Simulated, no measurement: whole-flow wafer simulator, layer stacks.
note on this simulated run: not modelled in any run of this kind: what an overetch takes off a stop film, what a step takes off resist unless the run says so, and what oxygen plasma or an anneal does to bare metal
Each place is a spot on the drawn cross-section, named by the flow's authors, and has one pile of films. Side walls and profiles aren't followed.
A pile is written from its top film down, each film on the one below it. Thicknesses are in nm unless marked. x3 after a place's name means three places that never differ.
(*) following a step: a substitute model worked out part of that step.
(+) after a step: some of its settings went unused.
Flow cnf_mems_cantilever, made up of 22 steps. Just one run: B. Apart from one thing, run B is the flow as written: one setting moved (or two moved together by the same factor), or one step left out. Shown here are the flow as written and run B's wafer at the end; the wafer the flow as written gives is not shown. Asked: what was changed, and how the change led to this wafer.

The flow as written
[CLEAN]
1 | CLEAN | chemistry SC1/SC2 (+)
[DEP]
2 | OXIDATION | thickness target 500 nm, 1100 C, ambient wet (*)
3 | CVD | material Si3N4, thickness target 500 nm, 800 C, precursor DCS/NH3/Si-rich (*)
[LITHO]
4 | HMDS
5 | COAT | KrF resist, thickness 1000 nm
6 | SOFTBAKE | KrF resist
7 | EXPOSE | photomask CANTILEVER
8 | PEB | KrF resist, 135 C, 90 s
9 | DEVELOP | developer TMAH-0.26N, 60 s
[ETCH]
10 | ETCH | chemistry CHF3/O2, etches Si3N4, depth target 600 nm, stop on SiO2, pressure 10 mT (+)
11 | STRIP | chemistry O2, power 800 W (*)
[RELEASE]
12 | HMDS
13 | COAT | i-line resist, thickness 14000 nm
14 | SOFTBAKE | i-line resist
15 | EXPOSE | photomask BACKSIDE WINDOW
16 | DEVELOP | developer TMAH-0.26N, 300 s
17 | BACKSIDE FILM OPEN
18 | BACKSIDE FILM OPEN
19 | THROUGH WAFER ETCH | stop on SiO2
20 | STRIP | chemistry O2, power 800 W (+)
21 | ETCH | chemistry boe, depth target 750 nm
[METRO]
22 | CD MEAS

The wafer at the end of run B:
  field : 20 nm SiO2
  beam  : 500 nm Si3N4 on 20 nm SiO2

The reason: step 21, ETCH: depth target 480 nm was run, whereas the flow has depth target 750 nm.

The path from the change to this, step by step:
  21 | ETCH | chemistry boe, depth target 750 nm
      field: SiO2 loses 480 (it would be, as written: SiO2 loses 500 (all of it))
      beam: under 1 film: SiO2 loses 480 (it would be, as written: under 1 film: SiO2 loses 500 (all of it))
